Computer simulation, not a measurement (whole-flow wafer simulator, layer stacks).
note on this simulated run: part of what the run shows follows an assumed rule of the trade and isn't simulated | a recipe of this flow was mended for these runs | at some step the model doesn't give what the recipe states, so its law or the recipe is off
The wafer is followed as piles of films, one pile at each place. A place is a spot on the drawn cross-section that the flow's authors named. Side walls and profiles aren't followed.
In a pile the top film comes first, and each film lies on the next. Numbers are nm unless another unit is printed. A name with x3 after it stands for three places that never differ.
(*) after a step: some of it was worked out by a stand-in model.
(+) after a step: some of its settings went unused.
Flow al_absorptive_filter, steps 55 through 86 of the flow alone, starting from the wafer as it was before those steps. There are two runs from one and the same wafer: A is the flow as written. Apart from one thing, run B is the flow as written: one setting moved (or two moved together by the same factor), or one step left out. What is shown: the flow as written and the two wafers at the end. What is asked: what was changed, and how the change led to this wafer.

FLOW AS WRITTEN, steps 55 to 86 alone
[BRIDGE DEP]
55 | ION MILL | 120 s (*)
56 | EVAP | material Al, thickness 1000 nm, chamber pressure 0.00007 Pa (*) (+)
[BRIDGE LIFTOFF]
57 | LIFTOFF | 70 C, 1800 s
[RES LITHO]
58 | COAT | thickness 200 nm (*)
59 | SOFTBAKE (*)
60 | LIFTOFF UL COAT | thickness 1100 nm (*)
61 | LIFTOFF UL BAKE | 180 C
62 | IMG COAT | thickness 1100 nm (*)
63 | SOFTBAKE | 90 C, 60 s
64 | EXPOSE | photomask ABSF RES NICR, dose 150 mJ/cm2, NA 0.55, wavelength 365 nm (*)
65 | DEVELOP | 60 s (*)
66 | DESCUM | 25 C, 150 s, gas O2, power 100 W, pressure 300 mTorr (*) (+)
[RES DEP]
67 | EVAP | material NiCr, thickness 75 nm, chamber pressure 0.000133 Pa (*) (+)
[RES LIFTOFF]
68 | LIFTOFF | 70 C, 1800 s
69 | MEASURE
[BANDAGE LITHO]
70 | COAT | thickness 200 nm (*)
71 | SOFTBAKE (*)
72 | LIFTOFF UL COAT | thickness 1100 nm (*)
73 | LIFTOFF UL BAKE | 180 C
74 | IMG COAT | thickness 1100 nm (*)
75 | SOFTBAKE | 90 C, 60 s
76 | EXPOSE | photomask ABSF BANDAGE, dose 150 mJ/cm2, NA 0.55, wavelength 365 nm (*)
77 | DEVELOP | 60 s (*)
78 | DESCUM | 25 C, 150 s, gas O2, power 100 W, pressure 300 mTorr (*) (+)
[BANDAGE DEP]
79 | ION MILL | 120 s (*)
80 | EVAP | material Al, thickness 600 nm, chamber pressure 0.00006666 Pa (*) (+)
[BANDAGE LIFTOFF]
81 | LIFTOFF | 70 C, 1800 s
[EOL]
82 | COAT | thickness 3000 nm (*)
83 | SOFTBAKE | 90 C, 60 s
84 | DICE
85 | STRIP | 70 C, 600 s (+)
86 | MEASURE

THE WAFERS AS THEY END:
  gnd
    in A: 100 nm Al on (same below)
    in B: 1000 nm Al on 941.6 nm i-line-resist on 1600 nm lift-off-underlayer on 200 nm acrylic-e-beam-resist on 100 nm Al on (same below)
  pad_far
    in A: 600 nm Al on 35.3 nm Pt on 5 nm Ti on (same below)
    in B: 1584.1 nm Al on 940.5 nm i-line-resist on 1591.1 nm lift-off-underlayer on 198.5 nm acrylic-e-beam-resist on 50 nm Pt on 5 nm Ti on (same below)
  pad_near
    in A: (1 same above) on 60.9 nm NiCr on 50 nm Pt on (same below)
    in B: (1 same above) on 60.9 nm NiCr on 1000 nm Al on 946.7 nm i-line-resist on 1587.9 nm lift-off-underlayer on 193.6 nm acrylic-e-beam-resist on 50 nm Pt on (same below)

What caused this: step 57, LIFTOFF: 70 C, 1800 s, was omitted.

The path from the change to this, step by step:
  58 | COAT | thickness 200 nm (*)
      pad_near: A acrylic-e-beam-resist gains 193.6 (new film) | B acrylic-e-beam-resist gains 200.3 (new film)
      ledge: A acrylic-e-beam-resist gains 169.8 (new film) | B acrylic-e-beam-resist gains 200.5 (new film)
      (also at 5 further places)
  60 | LIFTOFF UL COAT | thickness 1100 nm (*)
      res: A lift-off-underlayer gains 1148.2 (new film) | B lift-off-underlayer gains 1101.1 (new film)
      xa_margin: A lift-off-underlayer gains 1021 (new film) | B lift-off-underlayer gains 586 (new film)
      (also at 1 further place)
  62 | IMG COAT | thickness 1100 nm (*)
      xa_margin: A i-line-resist gains 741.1 (new film) | B i-line-resist gains 1307.6 (new film)
      xa_strip: A i-line-resist gains 577.9 (new film) | B i-line-resist gains 1501.4 (new film)
  63 | SOFTBAKE | 90 C, 60 s
      xa_strip: A i-line-resist loses 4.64 | B i-line-resist gains 7.46
      xa_margin: A i-line-resist loses 3.13 | B i-line-resist loses 0.64
  65 | DEVELOP | 60 s (*)
      res: A i-line-resist loses 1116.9 (all of it), lift-off-underlayer loses 1148.2 (all of it) | B i-line-resist loses 1100.7 (all of it), lift-off-underlayer loses 1101.1 (all of it)
  66 | DESCUM | 25 C, 150 s, gas O2, power 100 W, pressure 300 mTorr (*) (+)
      gnd, pad_far, xa_field and 8 more: A i-line-resist loses 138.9 | B i-line-resist loses 120.3
      pad_near: A acrylic-e-beam-resist loses 193.6 (all of it) | B acrylic-e-beam-resist loses 200.3 (all of it)
      (also at 2 further places)
  68 | LIFTOFF | 70 C, 1800 s
      pad_far: A NiCr loses 75 (all of it), i-line-resist loses 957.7 (all of it), lift-off-underlayer loses 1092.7 (all of it), acrylic-e-beam-resist loses 198.5 (all of it) | B NiCr loses 75 (all of it), i-line-resist loses 978.7 (all of it), lift-off-underlayer loses 1099.8 (all of it), acrylic-e-beam-resist loses 199.9 (all of it)
      xa_margin: A NiCr loses 75 (all of it), i-line-resist loses 598.1 (all of it), lift-off-underlayer loses 1021 (all of it), acrylic-e-beam-resist loses 288.1 (all of it) | B NiCr loses 75 (all of it), i-line-resist loses 1185.5 (all of it), lift-off-underlayer loses 586 (all of it), acrylic-e-beam-resist loses 72 (all of it)
      (also at 5 further places)
  70 | COAT | thickness 200 nm (*)
      pad_near: A acrylic-e-beam-resist gains 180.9 (new film) | B acrylic-e-beam-resist gains 187 (new film)
      ledge: A acrylic-e-beam-resist gains 167 (new film) | B acrylic-e-beam-resist gains 197.1 (new film)
      (also at 5 further places)
  72 | LIFTOFF UL COAT | thickness 1100 nm (*)
      res: A lift-off-underlayer gains 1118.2 (new film) | B lift-off-underlayer gains 1071 (new film)
      xa_margin: A lift-off-underlayer gains 1021 (new film) | B lift-off-underlayer gains 586 (new film)
      (also at 1 further place)
  74 | IMG COAT | thickness 1100 nm (*)
      xa_margin: A i-line-resist gains 741.1 (new film) | B i-line-resist gains 1307.6 (new film)
      xa_strip: A i-line-resist gains 577.9 (new film) | B i-line-resist gains 1501.3 (new film)
  75 | SOFTBAKE | 90 C, 60 s
      xa_strip: A i-line-resist loses 4.64 | B i-line-resist gains 7.46
      xa_margin: A i-line-resist loses 3.13 | B i-line-resist loses 0.64
  78 | DESCUM | 25 C, 150 s, gas O2, power 100 W, pressure 300 mTorr (*) (+)
      pad_near: A acrylic-e-beam-resist loses 180.9 (all of it) | B acrylic-e-beam-resist loses 187 (all of it)
  79 | ION MILL | 120 s (*)
      pad_far: A Pt loses 14.7 | B Al loses 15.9
  80 | EVAP | material Al, thickness 600 nm, chamber pressure 0.00006666 Pa (*) (+)
      pad_far: A Al gains 600 (new film) | B Al gains 600
  81 | LIFTOFF | 70 C, 1800 s
      ledge: A Al loses 600 (all of it), i-line-resist loses 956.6 (all of it), lift-off-underlayer loses 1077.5 (all of it), acrylic-e-beam-resist loses 167 (all of it) | B Al loses 600 (all of it), i-line-resist loses 943.9 (all of it), lift-off-underlayer loses 1065.2 (all of it), acrylic-e-beam-resist loses 197.1 (all of it)
      res: A Al loses 600 (all of it), i-line-resist loses 964.1 (all of it), lift-off-underlayer loses 1118.2 (all of it), acrylic-e-beam-resist loses 218.1 (all of it) | B Al loses 600 (all of it), i-line-resist loses 947.1 (all of it), lift-off-underlayer loses 1071 (all of it), acrylic-e-beam-resist loses 187.2 (all of it)
      (also at 4 further places)
  82 | COAT | thickness 3000 nm (*)
      res: A i-line-resist gains 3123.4 (new film) | B i-line-resist gains 3033.1 (new film)
      xa_margin: A i-line-resist gains 2563.4 (new film) | B i-line-resist gains 2632.1 (new film)
      (also at 2 further places)
  ... 1 other step ...
  85 | STRIP | 70 C, 600 s (+)
      res: A i-line-resist loses 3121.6 (all of it) | B i-line-resist loses 3028.3 (all of it)
      xa_margin: A i-line-resist loses 2469.3 (all of it) | B i-line-resist loses 2687.9 (all of it)
      (also at 2 further places)
With metal films that touch counted as one body, gnd has 2 bodies (between them, from the top down: i-line-resist 941.6 / lift-off-underlayer 1600 / acrylic-e-beam-resist 200); the flow as written gives 1 body.
With metal films that touch counted as one body, pad_far has 2 bodies (between them, from the top down: i-line-resist 940.5 / lift-off-underlayer 1591.1 / acrylic-e-beam-resist 198.5); the flow as written gives 1 body.
With metal films that touch counted as one body, pad_near has 3 bodies (between them, from the top down: NiCr 60.9; i-line-resist 946.7 / lift-off-underlayer 1587.9 / acrylic-e-beam-resist 193.6); the flow as written gives 2 bodies (between them, from the top down: NiCr 60.9).
